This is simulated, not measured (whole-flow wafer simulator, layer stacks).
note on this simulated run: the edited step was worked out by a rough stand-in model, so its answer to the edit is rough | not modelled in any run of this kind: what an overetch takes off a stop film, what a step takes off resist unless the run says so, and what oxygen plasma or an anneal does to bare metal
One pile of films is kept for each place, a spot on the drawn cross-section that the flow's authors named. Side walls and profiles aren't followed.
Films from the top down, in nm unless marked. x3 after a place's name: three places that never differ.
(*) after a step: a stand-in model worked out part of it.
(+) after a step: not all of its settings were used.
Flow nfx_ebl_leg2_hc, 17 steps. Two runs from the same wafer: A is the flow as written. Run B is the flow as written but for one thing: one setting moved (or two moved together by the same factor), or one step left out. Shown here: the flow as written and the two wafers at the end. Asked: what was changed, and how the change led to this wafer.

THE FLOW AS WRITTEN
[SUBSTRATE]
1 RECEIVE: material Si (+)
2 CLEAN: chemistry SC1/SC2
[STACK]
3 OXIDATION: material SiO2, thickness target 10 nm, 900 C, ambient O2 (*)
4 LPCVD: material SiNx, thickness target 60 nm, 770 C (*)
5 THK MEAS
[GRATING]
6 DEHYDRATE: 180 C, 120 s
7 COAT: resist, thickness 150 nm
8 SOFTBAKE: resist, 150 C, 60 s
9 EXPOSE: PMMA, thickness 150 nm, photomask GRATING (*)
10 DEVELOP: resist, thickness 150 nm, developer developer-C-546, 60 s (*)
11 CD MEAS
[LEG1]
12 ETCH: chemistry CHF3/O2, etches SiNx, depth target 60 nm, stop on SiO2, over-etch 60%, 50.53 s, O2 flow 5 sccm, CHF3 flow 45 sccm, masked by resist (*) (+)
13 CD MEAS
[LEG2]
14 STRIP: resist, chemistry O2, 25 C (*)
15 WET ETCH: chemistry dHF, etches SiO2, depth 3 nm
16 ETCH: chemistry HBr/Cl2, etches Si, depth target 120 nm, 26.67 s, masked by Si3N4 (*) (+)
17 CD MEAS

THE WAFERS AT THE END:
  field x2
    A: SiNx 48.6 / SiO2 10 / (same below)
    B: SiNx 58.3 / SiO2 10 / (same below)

The cause: step 4, LPCVD: thickness target 69.7 nm was run, where the flow has thickness target 60 nm.

How the change led to this, step by step:
  4 LPCVD: material SiNx, thickness target 60 nm, 770 C (*)
      field x2, pad x2: A SiNx +60 (new film) | B SiNx +69.7 (new film)
  12 ETCH: chemistry CHF3/O2, etches SiNx, depth target 60 nm, stop on SiO2, over-etch 60%, 50.53 s, O2 flow 5 sccm, CHF3 flow 45 sccm, masked by resist (*) (+)
      pad x2: A SiNx -60 (all of it), SiO2 -10 (all of it) | B SiNx -69.7 (all of it), SiO2 -10 (all of it)
